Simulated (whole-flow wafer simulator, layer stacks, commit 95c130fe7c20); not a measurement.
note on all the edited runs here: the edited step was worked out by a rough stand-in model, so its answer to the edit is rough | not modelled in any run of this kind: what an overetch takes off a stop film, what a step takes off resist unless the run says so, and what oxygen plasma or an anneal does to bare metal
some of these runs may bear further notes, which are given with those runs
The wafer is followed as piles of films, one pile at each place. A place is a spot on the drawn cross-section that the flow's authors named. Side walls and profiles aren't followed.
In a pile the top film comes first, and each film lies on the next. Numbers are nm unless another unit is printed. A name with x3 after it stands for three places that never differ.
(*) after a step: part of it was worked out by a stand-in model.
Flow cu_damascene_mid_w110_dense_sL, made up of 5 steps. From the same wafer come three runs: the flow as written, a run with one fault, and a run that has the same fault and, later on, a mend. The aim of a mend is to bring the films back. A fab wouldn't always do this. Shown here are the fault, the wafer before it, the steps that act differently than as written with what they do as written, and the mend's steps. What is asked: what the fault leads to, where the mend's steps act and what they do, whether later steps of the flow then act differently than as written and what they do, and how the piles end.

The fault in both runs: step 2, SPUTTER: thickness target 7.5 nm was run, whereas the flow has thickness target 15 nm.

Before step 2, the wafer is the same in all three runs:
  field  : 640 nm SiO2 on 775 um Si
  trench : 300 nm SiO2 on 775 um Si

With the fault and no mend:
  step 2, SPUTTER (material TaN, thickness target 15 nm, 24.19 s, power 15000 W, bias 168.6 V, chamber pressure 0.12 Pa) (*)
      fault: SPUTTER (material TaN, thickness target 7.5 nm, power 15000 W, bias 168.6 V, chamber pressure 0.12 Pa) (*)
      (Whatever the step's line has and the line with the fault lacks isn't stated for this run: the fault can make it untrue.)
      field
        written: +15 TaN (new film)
        fault: +7.5 TaN (new film)
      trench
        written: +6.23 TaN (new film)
        fault: +3.12 TaN (new film)
  Steps later in the flow that act otherwise than as written (not shown: 2 more steps that differ only slightly, by at most 2% or 0.5 nm, whichever is larger):
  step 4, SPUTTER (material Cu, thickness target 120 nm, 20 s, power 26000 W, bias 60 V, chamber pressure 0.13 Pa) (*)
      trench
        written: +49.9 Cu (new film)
        fault: +51.2 Cu (new film)
  By the end, the piles at field, trench depart from the flow's by more than 2% or 0.5 nm, whichever is larger.
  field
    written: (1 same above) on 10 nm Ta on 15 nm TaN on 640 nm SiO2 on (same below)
    fault: (1 same above) on 10 nm Ta on 7.5 nm TaN on 640 nm SiO2 on (same below)
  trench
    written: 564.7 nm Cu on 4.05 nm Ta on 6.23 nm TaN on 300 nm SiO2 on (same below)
    fault: 560.2 nm Cu on 4.14 nm Ta on 3.12 nm TaN on 300 nm SiO2 on (same below)

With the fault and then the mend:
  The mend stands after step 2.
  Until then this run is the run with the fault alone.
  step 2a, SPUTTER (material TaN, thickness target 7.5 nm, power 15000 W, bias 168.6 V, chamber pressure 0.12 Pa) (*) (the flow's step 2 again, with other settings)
      field
        +7.5 TaN
      trench
        +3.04 TaN
  Later steps of the flow that are run all act as written at every place that is followed, up to a difference of at most 2% or 0.5 nm, whichever is larger.
  When the end is reached, the piles differ only a little from the flow's at the places that both follow, at most by 2% or 0.5 nm, whichever is larger.
